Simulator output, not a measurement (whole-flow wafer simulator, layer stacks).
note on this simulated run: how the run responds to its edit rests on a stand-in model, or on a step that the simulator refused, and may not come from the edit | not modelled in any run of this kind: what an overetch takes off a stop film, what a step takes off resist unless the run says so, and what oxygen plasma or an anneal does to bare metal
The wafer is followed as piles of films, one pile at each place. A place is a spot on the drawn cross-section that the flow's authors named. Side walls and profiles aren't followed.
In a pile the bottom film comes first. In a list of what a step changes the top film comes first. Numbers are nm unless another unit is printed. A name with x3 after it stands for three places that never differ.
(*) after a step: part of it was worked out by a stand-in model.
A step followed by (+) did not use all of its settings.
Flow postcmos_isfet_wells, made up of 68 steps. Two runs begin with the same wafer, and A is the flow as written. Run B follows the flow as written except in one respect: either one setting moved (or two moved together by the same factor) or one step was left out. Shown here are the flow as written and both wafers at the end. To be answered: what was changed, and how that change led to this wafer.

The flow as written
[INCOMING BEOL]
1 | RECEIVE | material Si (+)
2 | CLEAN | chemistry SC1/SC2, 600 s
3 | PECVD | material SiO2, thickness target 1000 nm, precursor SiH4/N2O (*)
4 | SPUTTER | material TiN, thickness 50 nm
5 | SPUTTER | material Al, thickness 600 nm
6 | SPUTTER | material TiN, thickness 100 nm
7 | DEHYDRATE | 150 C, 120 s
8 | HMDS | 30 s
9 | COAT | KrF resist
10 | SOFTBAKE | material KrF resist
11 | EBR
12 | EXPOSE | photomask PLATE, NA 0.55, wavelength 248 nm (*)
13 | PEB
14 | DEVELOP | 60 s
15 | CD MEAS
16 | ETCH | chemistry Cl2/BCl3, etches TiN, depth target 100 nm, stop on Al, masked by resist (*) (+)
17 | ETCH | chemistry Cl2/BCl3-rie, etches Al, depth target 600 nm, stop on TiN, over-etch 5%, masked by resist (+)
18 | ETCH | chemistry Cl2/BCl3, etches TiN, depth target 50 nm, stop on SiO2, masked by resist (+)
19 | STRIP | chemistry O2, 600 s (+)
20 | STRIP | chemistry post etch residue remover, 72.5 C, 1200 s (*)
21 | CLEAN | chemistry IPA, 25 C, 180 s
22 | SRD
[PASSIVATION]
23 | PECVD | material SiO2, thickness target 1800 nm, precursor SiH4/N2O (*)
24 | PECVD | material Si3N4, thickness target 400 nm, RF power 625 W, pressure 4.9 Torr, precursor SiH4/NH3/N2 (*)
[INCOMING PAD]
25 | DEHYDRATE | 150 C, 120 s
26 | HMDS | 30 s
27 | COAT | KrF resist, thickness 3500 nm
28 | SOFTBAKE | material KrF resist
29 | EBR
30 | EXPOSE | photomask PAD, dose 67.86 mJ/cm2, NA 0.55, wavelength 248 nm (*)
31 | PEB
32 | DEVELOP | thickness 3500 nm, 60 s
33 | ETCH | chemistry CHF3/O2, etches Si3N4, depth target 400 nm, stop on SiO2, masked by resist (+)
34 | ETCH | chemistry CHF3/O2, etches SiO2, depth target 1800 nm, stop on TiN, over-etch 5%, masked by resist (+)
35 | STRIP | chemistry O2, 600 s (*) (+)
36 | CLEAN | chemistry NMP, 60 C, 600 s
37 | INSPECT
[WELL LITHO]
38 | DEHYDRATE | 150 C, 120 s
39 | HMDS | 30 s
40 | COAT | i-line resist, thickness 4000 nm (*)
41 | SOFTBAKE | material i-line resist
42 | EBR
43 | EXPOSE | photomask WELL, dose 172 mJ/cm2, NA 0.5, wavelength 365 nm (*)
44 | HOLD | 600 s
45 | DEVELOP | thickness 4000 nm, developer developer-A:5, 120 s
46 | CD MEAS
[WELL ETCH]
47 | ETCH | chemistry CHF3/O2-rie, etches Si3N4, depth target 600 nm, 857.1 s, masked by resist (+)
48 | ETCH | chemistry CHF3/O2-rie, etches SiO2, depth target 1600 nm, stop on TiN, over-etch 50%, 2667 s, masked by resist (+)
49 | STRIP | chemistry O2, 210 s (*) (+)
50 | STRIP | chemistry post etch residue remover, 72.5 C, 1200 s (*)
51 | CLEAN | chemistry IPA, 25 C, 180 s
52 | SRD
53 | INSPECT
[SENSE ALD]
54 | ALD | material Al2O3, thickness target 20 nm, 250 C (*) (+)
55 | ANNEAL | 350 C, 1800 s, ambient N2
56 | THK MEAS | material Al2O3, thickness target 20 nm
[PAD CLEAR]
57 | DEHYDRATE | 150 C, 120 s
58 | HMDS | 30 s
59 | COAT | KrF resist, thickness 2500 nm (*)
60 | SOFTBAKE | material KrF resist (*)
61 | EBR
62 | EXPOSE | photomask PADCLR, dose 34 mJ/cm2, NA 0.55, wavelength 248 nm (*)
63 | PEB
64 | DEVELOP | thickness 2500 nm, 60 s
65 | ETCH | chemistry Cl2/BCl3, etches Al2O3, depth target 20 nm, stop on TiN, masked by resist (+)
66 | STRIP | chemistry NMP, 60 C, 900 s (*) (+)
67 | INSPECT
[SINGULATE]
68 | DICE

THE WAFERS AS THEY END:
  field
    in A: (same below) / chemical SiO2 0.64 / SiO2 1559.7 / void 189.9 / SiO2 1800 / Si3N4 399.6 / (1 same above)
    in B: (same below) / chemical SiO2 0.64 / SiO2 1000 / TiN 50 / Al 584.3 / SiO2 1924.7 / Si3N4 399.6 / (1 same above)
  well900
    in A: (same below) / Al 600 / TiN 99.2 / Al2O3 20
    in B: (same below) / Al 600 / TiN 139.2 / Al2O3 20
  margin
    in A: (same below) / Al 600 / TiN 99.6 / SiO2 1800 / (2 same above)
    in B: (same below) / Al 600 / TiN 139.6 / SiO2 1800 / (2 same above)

Cause: step 6, SPUTTER: thickness 140 nm was run, though the flow has thickness 100 nm.

Step by step, how the change led to this:
  6 | SPUTTER | material TiN, thickness 100 nm
      field, margin, well900 and 6 more: A TiN gains 100 (new film) | B TiN gains 140 (new film)
  16 | ETCH | chemistry Cl2/BCl3, etches TiN, depth target 100 nm, stop on Al, masked by resist (*) (+)
      field: A TiN loses 100 (all of it) | B TiN loses 100
  17 | ETCH | chemistry Cl2/BCl3-rie, etches Al, depth target 600 nm, stop on TiN, over-etch 5%, masked by resist (+)
      field: A Al loses 600 (all of it) | B nothing
  18 | ETCH | chemistry Cl2/BCl3, etches TiN, depth target 50 nm, stop on SiO2, masked by resist (+)
      field: A TiN loses 50 (all of it) | B TiN loses 40 (all of it), Al loses 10
  20 | STRIP | chemistry post etch residue remover, 72.5 C, 1200 s (*)
      field: A nothing | B Al loses 5.72
  23 | PECVD | material SiO2, thickness target 1800 nm, precursor SiH4/N2O (*)
      field: A SiO2 gains 1800 (new film), void gains 189.9 (new film), SiO2 gains 559.7 | B SiO2 gains 1924.7 (new film)
Taking metal films that touch as one body, field has 1 body; the flow as written gives 0 bodies.
